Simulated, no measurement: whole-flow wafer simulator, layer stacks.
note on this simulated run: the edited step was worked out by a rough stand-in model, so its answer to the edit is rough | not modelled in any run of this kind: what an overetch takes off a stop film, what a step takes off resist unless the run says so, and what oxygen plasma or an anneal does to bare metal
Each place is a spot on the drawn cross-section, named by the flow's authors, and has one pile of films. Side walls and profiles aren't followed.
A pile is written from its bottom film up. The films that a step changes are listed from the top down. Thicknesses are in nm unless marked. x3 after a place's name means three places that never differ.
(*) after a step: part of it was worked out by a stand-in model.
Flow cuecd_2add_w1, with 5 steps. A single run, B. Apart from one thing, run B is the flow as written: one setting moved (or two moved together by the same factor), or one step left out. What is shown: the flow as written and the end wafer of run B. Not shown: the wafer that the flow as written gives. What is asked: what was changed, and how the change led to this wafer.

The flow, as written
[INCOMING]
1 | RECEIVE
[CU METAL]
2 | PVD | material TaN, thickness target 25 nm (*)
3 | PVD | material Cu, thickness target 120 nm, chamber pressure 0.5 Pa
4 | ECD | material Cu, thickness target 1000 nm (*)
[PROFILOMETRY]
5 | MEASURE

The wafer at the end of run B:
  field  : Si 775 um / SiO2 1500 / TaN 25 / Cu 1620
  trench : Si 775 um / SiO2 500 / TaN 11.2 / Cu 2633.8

What caused this: step 4, ECD: thickness target 1500 nm was run, whereas the flow has thickness target 1000 nm.

The path from the change to this, step by step:
  4 | ECD | material Cu, thickness target 1000 nm (*)
      field: +1500 Cu (as written it would have been: +1000 Cu)
      trench: +2580.2 Cu (as written it would have been: +2080.2 Cu)
